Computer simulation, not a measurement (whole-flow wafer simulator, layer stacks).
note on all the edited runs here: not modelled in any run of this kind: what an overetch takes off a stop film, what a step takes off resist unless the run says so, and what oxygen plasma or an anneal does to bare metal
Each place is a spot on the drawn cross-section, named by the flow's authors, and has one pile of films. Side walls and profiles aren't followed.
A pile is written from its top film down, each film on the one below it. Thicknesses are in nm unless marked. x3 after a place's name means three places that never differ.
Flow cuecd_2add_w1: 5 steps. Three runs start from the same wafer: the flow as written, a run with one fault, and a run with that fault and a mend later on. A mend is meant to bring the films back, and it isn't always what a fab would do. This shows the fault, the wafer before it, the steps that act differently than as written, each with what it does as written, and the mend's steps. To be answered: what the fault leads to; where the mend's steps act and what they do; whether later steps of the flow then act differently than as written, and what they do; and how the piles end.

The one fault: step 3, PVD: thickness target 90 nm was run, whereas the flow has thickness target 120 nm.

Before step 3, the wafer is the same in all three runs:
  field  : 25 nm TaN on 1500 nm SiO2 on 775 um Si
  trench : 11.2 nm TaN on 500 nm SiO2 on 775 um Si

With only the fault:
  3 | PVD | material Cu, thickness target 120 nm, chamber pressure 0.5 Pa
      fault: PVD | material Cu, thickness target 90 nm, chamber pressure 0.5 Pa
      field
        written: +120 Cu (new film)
        fault: +90 Cu (new film)
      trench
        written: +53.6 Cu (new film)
        fault: +40.6 Cu (new film)
  None of the later steps of the flow differs from how it acts as written, at any place that is followed, by more than 2% or 0.5 nm, whichever is larger.
  At field, the piles at the end differ from the flow's by more than 2% or 0.5 nm, whichever is larger.
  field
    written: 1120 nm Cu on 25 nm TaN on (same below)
    fault: 1090 nm Cu on 25 nm TaN on (same below)

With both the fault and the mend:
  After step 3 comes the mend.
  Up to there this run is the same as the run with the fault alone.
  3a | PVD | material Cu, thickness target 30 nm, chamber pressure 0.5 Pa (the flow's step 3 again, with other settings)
      field
        +30 Cu
      trench
        +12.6 Cu
  None of the later steps of the flow differs from how it acts as written, at any place that is followed, by more than 2% or 0.5 nm, whichever is larger.
  By the end, the piles equal the flow's at every place that both follow.
